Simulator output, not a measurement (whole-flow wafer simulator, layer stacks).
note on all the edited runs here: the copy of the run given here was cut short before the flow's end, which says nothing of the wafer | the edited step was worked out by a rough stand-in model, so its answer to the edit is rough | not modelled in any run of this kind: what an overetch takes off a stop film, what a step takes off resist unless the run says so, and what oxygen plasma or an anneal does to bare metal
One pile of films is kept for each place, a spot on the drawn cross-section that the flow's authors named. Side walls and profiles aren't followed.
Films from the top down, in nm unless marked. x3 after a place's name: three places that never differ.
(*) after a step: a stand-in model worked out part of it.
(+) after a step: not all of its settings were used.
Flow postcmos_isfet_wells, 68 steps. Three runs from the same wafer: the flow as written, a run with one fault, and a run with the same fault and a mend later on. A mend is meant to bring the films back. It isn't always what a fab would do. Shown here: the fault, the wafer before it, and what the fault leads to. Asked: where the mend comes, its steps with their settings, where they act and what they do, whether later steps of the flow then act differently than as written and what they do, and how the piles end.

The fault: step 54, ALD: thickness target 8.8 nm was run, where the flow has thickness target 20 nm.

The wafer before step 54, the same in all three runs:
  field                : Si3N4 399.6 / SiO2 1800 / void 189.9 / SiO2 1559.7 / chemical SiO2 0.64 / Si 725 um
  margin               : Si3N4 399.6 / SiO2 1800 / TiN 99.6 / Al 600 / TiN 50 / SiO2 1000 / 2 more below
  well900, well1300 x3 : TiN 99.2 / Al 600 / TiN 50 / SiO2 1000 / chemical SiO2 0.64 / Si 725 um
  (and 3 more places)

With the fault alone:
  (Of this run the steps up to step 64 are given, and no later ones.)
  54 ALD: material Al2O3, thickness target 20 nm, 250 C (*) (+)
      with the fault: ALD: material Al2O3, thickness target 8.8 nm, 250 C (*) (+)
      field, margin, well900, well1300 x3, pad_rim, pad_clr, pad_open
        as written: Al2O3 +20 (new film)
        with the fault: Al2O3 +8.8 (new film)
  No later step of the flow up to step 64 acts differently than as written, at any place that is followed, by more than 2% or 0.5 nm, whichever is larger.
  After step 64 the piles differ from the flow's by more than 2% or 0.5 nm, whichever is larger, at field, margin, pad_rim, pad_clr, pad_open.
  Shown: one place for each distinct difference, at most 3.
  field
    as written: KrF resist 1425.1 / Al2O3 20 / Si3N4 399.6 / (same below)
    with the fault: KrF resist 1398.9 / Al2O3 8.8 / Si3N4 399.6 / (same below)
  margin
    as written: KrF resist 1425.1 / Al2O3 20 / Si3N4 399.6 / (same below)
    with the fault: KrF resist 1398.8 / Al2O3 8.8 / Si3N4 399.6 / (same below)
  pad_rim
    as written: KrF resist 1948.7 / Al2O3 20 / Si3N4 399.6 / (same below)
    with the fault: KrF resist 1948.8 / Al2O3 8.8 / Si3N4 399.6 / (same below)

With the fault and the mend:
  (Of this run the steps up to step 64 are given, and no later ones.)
  The mend comes after step 54.
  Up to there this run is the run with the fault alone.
  54a ALD: material Al2O3, thickness target 11.2 nm, 250 C (*) (+) (the flow's step 54 once more, with other settings)
      field, margin, well900, well1300 x3, pad_rim, pad_clr, pad_open
        Al2O3 +11.2
  No later step of the flow up to step 64 acts differently than as written at any place that is followed.
  After step 64 the piles are the same as the flow's at every place that both follow.
